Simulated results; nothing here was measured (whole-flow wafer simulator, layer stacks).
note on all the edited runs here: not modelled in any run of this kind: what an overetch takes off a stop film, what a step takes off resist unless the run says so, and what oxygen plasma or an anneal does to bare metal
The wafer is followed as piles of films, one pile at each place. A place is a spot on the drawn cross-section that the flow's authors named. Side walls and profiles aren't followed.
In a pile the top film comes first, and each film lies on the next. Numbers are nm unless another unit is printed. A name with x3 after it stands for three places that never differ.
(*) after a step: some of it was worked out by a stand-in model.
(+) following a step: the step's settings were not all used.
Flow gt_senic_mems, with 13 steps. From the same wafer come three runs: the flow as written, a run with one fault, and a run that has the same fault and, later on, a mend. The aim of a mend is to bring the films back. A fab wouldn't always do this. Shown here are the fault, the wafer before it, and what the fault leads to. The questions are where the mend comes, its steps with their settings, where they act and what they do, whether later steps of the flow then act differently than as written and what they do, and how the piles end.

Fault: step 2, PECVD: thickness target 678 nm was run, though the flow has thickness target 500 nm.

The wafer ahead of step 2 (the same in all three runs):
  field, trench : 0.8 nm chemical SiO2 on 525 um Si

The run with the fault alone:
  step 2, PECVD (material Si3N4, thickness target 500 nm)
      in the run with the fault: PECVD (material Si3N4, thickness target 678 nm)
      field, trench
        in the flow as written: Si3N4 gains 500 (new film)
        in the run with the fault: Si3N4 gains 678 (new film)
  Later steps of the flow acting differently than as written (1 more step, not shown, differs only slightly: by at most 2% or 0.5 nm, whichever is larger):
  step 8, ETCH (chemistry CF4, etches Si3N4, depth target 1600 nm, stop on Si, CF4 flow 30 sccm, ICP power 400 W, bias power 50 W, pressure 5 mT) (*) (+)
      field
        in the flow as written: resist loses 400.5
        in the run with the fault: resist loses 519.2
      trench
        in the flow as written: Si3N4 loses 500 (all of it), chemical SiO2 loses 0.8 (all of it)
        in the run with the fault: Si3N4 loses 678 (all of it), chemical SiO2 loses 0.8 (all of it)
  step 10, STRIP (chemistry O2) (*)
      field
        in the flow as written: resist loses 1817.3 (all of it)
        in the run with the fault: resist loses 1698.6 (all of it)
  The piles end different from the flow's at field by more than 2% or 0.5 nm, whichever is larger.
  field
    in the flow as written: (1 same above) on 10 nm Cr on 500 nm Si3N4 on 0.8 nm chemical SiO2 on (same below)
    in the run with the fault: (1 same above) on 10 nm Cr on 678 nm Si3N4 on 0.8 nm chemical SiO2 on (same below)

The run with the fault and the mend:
  After step 2 comes the mend.
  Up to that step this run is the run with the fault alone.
  step 2a, ETCH (chemistry h3po4, depth target 178 nm)
      field, trench
        Si3N4 loses 178
  Later steps of the flow that are run all act as written at every place that is followed.
  At every place that both follow, the piles at the end match the flow's.
